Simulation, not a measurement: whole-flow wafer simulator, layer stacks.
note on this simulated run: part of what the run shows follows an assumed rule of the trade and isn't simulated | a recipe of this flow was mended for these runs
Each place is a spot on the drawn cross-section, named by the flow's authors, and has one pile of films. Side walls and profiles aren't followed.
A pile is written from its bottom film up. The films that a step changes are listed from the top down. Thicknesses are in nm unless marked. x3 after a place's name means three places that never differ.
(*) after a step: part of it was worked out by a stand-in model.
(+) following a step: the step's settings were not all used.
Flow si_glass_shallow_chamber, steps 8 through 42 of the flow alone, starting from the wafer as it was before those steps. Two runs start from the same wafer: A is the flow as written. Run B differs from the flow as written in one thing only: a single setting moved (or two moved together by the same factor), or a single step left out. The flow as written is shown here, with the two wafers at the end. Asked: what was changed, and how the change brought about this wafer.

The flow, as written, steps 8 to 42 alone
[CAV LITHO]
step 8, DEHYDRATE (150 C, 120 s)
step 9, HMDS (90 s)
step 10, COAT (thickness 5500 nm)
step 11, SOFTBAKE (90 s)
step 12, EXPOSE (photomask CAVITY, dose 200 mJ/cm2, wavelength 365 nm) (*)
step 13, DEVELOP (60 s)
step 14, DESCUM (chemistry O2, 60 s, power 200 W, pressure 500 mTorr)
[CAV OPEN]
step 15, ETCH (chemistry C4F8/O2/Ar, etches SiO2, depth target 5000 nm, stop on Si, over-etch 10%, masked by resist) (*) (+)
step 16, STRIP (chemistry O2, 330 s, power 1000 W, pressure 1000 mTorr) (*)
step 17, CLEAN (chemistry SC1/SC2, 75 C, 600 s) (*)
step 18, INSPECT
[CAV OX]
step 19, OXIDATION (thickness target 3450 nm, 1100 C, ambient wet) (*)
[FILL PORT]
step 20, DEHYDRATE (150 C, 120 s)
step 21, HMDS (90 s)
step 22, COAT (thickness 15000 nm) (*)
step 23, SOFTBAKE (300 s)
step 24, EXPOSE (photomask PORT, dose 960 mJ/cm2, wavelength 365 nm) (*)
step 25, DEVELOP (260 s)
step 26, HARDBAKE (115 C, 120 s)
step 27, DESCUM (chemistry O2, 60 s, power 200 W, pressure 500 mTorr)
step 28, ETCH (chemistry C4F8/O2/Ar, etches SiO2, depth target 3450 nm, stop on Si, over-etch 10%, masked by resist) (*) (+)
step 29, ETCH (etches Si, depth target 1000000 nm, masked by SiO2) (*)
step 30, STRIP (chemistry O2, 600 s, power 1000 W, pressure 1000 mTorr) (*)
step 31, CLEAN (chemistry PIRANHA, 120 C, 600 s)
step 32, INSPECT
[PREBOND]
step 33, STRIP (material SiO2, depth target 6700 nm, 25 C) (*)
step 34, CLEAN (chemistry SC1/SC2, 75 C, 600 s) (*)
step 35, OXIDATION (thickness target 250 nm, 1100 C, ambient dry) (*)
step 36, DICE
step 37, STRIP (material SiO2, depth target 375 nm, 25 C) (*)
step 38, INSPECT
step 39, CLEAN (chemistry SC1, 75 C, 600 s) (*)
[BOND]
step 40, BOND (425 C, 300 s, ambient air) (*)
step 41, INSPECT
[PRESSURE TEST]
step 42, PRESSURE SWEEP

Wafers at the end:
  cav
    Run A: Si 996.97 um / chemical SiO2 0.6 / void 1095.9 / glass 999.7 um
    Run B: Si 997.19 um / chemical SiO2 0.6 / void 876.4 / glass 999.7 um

What caused this: step 15, ETCH: depth target 4200 nm was run, though the flow has depth target 5000 nm.

The path from the change to this, step by step:
  step 15, ETCH (chemistry C4F8/O2/Ar, etches SiO2, depth target 5000 nm, stop on Si, over-etch 10%, masked by resist) (*) (+)
      cav, port: A -5000 SiO2 (all of it), -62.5 Si | B -4620 SiO2
      rim, ramp, septum, ring: A -1100 thick-i-line-resist | B -924 thick-i-line-resist
  step 16, STRIP (chemistry O2, 330 s, power 1000 W, pressure 1000 mTorr) (*)
      cav, port: A +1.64 chemical SiO2 (new film), -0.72 Si | B nothing
      rim, ramp, septum, ring: A -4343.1 thick-i-line-resist (all of it) | B -4519.1 thick-i-line-resist (all of it)
  step 17, CLEAN (chemistry SC1/SC2, 75 C, 600 s) (*)
      cav, port: A -1.04 chemical SiO2, -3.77 Si | B -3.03 SiO2
  step 19, OXIDATION (thickness target 3450 nm, 1100 C, ambient wet) (*)
      cav, port: A +3450 SiO2 (new film), -0.6 chemical SiO2 (all of it), -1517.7 Si | B +3102.7 SiO2, -1365.2 Si
  step 22, COAT (thickness 15000 nm) (*)
      rim: A +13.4 um thick-i-line-resist (new film) | B +13.5 um thick-i-line-resist (new film)
      ramp: A +12.89 um thick-i-line-resist (new film) | B +13.03 um thick-i-line-resist (new film)
      (and at 4 other places as well)
  step 23, SOFTBAKE (300 s)
      rim: A -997 thick-i-line-resist | B -927 thick-i-line-resist
      ramp: A -487.1 thick-i-line-resist | B -450.3 thick-i-line-resist
      (and at 4 other places as well)
  step 25, DEVELOP (260 s)
      port: A -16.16 um thick-i-line-resist (all of it) | B -16.08 um thick-i-line-resist (all of it)
  step 26, HARDBAKE (115 C, 120 s)
      rim, ramp: A -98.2 thick-i-line-resist | B -100.3 thick-i-line-resist
  step 28, ETCH (chemistry C4F8/O2/Ar, etches SiO2, depth target 3450 nm, stop on Si, over-etch 10%, masked by resist) (*) (+)
      port: A -3450 SiO2 (all of it), -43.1 Si | B -3479.6 SiO2 (all of it), -39.4 Si
  step 29, ETCH (etches Si, depth target 1000000 nm, masked by SiO2) (*)
      rim, ramp: A -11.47 um thick-i-line-resist (all of it), -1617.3 SiO2 | B -11.64 um thick-i-line-resist (all of it), -1526.4 SiO2
      port: A +997.05 um hole (new film), -997.05 um Si (all of it) | B +997.27 um hole (new film), -997.27 um Si (all of it)
      (and at 2 other places as well)
  step 30, STRIP (chemistry O2, 600 s, power 1000 W, pressure 1000 mTorr) (*)
      cav: A -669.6 thick-i-line-resist (all of it) | B -593.9 thick-i-line-resist (all of it)
  step 40, BOND (425 C, 300 s, ambient air) (*)
      cav: A +999.7 um glass (new film), +1095.9 void (new film) | B +999.7 um glass (new film), +876.4 void (new film)
      port: A +999.7 um glass (new film), +1017.3 hole | B +999.7 um glass (new film), +794 hole
